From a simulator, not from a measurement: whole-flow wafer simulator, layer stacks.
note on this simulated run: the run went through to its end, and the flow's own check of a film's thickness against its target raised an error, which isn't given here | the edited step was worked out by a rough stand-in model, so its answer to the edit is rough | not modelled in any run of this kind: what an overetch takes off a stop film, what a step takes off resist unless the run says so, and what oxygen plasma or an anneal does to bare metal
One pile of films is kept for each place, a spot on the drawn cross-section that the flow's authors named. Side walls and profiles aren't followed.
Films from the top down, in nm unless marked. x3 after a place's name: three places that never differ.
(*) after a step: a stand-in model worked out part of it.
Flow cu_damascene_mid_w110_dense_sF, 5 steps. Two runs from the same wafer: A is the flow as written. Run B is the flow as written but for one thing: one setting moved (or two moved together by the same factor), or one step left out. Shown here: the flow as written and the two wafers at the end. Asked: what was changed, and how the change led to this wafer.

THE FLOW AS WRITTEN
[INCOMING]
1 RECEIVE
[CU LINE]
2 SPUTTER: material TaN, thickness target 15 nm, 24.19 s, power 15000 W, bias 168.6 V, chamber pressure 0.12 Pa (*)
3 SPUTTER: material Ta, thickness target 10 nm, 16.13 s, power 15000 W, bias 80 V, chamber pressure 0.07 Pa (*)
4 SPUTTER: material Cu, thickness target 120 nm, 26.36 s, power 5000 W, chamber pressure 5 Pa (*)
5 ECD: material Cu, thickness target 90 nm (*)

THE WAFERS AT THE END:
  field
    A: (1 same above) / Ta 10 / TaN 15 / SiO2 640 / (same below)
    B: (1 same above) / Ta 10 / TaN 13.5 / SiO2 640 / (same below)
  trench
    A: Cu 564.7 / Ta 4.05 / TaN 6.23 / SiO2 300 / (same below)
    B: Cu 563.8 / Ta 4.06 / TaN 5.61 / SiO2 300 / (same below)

The cause: step 2, SPUTTER: thickness target 13.5 nm was run, where the flow has thickness target 15 nm; step 2, SPUTTER: 21.77 s was run, where the flow has 24.19 s.
It can be read off the wafer: field has TaN 13.5, and step 2 as written asks for 15 nm.

How the change led to this, step by step:
  2 SPUTTER: material TaN, thickness target 15 nm, 24.19 s, power 15000 W, bias 168.6 V, chamber pressure 0.12 Pa (*)
      field: A TaN +15 (new film) | B TaN +13.5 (new film)
      trench: A TaN +6.23 (new film) | B TaN +5.61 (new film)
